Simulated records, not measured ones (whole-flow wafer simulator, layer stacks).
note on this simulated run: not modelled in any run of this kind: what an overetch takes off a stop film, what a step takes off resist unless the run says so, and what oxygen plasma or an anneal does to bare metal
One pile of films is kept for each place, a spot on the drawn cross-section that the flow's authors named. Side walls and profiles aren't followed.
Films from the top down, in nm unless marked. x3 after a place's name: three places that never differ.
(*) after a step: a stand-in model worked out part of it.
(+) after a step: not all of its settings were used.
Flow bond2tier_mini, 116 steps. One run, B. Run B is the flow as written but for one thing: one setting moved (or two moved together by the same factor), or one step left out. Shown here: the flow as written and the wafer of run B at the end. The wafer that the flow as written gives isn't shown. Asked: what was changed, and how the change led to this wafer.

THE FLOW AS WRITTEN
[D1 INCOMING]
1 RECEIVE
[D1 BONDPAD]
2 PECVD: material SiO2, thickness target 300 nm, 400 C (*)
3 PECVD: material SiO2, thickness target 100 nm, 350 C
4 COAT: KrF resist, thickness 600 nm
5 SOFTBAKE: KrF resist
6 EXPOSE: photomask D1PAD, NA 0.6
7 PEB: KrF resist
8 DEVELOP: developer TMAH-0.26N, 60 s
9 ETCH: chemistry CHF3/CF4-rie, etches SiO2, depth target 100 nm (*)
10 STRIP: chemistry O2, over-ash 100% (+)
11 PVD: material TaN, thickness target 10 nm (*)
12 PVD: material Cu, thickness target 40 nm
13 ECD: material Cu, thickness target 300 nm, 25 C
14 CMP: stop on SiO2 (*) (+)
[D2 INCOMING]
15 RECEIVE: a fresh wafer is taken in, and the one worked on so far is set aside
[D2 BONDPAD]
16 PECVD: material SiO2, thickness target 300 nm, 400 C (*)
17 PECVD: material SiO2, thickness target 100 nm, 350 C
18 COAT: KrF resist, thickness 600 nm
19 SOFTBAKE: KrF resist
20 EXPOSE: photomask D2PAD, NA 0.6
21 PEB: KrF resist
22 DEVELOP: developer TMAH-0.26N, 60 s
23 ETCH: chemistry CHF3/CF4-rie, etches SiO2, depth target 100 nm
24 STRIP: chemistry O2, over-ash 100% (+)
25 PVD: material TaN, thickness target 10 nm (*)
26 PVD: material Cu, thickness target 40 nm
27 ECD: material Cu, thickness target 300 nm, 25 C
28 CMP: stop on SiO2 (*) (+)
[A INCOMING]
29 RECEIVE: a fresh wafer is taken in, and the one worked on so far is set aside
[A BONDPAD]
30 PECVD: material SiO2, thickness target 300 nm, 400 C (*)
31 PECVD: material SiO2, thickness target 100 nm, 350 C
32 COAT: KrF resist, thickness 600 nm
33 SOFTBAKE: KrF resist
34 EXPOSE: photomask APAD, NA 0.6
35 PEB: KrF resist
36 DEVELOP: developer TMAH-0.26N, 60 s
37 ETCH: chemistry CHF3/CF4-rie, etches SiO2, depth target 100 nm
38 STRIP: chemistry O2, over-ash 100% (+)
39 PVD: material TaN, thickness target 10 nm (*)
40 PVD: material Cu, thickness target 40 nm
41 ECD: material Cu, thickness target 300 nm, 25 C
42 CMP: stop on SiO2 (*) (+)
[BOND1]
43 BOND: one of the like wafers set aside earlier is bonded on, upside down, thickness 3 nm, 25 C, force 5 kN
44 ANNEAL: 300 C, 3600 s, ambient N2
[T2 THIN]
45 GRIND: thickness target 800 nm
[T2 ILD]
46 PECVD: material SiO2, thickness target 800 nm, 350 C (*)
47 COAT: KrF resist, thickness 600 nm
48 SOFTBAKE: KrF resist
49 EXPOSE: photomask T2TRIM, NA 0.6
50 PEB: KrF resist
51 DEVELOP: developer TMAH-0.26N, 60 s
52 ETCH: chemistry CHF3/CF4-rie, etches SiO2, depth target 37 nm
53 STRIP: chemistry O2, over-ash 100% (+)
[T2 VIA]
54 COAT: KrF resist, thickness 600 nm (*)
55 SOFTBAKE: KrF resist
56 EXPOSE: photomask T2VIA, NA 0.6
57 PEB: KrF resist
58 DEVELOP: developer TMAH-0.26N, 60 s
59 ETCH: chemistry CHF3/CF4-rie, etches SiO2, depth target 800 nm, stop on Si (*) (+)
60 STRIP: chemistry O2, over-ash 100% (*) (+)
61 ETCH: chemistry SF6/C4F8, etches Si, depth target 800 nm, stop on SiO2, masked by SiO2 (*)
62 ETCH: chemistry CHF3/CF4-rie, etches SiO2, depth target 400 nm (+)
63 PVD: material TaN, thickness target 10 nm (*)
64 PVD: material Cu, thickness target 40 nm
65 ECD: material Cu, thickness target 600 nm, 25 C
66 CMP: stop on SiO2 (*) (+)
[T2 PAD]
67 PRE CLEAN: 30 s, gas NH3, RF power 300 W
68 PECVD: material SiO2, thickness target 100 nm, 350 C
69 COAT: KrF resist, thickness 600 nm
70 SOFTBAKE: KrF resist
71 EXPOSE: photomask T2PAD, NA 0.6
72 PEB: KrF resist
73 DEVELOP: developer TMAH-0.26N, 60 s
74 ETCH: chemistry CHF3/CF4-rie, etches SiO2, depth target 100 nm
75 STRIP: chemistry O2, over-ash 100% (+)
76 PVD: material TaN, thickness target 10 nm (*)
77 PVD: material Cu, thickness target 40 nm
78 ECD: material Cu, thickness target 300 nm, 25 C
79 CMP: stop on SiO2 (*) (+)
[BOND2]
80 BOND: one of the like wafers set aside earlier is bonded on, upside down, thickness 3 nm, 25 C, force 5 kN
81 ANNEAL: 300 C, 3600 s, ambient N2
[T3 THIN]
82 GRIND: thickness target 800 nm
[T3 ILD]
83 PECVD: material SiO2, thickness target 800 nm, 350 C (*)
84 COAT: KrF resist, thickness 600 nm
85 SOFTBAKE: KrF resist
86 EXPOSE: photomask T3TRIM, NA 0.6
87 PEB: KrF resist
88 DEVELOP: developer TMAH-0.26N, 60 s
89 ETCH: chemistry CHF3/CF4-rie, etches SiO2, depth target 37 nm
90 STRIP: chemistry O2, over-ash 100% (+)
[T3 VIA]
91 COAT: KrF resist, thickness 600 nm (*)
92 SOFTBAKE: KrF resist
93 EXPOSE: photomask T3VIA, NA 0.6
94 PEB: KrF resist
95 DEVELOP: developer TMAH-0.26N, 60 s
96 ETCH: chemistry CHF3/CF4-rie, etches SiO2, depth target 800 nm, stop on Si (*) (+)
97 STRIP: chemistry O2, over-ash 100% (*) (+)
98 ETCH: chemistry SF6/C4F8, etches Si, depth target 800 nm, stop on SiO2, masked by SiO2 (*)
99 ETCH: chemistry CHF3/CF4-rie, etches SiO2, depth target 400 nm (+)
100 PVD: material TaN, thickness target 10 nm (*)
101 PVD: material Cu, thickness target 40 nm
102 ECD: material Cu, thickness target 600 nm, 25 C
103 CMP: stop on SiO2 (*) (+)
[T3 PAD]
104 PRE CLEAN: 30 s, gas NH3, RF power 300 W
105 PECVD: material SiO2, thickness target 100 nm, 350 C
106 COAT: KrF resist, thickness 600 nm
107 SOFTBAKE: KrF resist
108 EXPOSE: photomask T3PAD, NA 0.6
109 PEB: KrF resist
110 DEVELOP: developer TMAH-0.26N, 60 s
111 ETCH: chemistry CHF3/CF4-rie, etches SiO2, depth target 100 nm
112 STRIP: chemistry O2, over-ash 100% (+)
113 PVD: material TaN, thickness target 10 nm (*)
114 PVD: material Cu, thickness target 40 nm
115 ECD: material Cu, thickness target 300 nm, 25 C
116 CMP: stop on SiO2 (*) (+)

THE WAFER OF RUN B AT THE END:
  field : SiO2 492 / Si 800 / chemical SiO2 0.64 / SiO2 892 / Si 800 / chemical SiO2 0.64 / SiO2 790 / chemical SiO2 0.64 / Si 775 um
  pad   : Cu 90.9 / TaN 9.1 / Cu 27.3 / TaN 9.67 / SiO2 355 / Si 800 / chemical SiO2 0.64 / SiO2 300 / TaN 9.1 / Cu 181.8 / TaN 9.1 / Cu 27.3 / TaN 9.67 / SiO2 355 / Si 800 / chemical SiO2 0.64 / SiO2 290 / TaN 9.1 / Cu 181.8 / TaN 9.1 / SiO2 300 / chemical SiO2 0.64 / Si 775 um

The cause: step 3, PECVD: thickness target 90 nm was run, where the flow has thickness target 100 nm.

How the change led to this, step by step:
  3 PECVD: material SiO2, thickness target 100 nm, 350 C
      field, pad, via: SiO2 +90 (as written it would be: SiO2 +100)
  43 BOND: one of the like wafers set aside earlier is bonded on, upside down, thickness 3 nm, 25 C, force 5 kN
      field: Si +775 um (new film), chemical SiO2 +0.64 (new film), SiO2 +390 (as written it would be: Si +775 um (new film), chemical SiO2 +0.64 (new film), SiO2 +400)
      pad: Si +775 um (new film), chemical SiO2 +0.64 (new film), SiO2 +290 (new film), TaN +9.1 (new film), Cu +90.9 (as written it would be: Si +775 um (new film), chemical SiO2 +0.64 (new film), SiO2 +300 (new film), TaN +9.1 (new film), Cu +90.9)
      (and at 1 more place)
